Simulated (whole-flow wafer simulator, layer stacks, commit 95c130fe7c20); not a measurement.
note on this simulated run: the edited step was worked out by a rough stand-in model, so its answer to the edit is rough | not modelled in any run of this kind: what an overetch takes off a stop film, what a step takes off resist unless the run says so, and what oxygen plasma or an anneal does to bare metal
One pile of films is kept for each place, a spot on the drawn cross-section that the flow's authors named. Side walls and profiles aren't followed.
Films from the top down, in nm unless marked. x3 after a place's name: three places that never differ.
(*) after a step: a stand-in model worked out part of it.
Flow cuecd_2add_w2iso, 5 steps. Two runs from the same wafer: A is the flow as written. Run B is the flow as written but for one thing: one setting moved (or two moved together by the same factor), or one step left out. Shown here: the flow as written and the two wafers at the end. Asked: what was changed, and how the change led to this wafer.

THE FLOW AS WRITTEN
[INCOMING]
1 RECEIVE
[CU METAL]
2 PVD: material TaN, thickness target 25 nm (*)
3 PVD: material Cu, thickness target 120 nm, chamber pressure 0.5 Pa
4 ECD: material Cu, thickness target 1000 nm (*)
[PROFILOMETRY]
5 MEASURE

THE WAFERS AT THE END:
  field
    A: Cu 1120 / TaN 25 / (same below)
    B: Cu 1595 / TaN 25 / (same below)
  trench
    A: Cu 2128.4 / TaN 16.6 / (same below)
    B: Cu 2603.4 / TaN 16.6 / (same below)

The cause: step 4, ECD: thickness target 1475 nm was run, where the flow has thickness target 1000 nm.

How the change led to this, step by step:
  4 ECD: material Cu, thickness target 1000 nm (*)
      field: A Cu +1000 | B Cu +1475
      trench: A Cu +2047.6 | B Cu +2522.6
